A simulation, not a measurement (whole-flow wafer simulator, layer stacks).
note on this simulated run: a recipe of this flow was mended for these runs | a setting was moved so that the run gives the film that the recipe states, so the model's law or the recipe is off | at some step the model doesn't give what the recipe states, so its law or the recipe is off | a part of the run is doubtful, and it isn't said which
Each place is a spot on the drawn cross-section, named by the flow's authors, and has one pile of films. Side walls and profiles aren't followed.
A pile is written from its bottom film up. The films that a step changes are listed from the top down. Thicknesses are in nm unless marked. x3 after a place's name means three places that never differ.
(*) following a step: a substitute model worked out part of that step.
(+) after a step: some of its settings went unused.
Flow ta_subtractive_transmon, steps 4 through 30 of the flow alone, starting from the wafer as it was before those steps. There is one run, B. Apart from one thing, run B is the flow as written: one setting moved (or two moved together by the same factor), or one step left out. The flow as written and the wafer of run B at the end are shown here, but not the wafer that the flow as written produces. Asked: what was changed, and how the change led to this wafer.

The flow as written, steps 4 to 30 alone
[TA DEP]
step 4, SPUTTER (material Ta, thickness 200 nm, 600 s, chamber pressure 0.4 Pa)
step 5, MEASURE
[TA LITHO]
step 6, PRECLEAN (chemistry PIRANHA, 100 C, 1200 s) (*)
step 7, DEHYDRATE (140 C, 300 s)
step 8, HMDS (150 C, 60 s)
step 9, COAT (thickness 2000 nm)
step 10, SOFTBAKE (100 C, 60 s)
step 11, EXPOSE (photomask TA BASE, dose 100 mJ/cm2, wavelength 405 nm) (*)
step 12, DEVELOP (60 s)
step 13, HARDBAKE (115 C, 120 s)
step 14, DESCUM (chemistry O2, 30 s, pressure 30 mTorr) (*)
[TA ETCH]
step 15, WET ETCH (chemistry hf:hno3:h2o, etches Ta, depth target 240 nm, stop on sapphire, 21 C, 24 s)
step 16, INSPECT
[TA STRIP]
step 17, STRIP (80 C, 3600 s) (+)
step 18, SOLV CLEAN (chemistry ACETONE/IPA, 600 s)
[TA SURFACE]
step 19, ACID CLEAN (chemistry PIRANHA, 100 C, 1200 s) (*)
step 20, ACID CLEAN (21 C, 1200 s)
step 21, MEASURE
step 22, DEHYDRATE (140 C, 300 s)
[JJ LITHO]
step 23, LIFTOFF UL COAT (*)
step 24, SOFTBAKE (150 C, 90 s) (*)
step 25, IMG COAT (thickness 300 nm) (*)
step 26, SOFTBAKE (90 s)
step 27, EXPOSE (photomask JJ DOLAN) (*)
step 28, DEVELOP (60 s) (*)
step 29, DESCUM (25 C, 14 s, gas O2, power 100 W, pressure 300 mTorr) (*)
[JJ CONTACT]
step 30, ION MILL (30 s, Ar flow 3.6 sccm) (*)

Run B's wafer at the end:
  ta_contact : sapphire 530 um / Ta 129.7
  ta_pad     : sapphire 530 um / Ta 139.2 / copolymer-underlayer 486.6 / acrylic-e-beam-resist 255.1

What caused this: step 4, SPUTTER: thickness 140 nm was run, whereas the flow has thickness 200 nm; step 4, SPUTTER: 420 s was run, where the flow has 600 s.

How this came from the change, step by step:
  step 4, SPUTTER (material Ta, thickness 200 nm, 600 s, chamber pressure 0.4 Pa)
      field x2, jj_line, lead, ta_contact, ta_pad: +140 Ta (new film) (it would be, as written: +200 Ta (new film))
  step 15, WET ETCH (chemistry hf:hno3:h2o, etches Ta, depth target 240 nm, stop on sapphire, 21 C, 24 s)
      field x2, jj_line, lead: -139.7 Ta (all of it) (it would be, as written: -199.7 Ta (all of it))
  step 23, LIFTOFF UL COAT (*)
      lead: +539 copolymer-underlayer (new film) (it would be, as written: +554.7 copolymer-underlayer (new film))
      ta_contact: +459.7 copolymer-underlayer (new film) (it would be, as written: +443.9 copolymer-underlayer (new film))
  step 28, DEVELOP (60 s) (*)
      lead: -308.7 acrylic-e-beam-resist (all of it), -539 copolymer-underlayer (all of it) (it would be, as written: -312.5 acrylic-e-beam-resist (all of it), -554.7 copolymer-underlayer (all of it))
      ta_contact: -291.4 acrylic-e-beam-resist (all of it), -459.7 copolymer-underlayer (all of it) (it would be, as written: -287.5 acrylic-e-beam-resist (all of it), -443.9 copolymer-underlayer (all of it))
